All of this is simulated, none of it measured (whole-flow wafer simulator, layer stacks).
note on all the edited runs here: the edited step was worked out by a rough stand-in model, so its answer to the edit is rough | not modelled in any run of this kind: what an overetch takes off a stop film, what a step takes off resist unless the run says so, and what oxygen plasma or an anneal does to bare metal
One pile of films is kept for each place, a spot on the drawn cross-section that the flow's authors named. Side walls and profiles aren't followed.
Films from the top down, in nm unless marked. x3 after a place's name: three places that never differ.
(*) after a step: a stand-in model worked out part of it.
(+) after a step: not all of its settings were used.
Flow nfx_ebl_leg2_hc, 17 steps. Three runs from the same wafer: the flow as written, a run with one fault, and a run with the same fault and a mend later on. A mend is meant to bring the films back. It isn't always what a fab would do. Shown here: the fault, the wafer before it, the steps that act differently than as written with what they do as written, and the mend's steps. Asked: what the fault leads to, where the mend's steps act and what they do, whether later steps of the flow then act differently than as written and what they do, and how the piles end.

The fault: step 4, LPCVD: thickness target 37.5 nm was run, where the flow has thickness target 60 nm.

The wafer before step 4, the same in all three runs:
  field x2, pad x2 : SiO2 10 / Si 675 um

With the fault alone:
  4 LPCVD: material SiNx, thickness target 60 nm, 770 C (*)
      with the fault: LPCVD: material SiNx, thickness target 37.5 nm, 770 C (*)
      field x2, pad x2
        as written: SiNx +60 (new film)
        with the fault: SiNx +37.5 (new film)
  Later steps of the flow that act differently than as written:
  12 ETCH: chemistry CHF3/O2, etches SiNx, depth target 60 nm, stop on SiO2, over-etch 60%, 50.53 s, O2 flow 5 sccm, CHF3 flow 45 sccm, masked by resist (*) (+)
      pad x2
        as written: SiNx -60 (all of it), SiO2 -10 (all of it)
        with the fault: SiNx -37.5 (all of it), SiO2 -10 (all of it)
  At the end the piles differ from the flow's by more than 2% or 0.5 nm, whichever is larger, at field x2.
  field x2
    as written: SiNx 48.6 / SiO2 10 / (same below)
    with the fault: SiNx 26.1 / SiO2 10 / (same below)

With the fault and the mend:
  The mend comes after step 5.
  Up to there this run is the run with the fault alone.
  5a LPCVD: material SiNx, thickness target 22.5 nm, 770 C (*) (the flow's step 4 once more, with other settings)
      field x2, pad x2
        SiNx +22.5
  No later step of the flow acts differently than as written at any place that is followed.
  At the end the piles are the same as the flow's at every place that both follow.
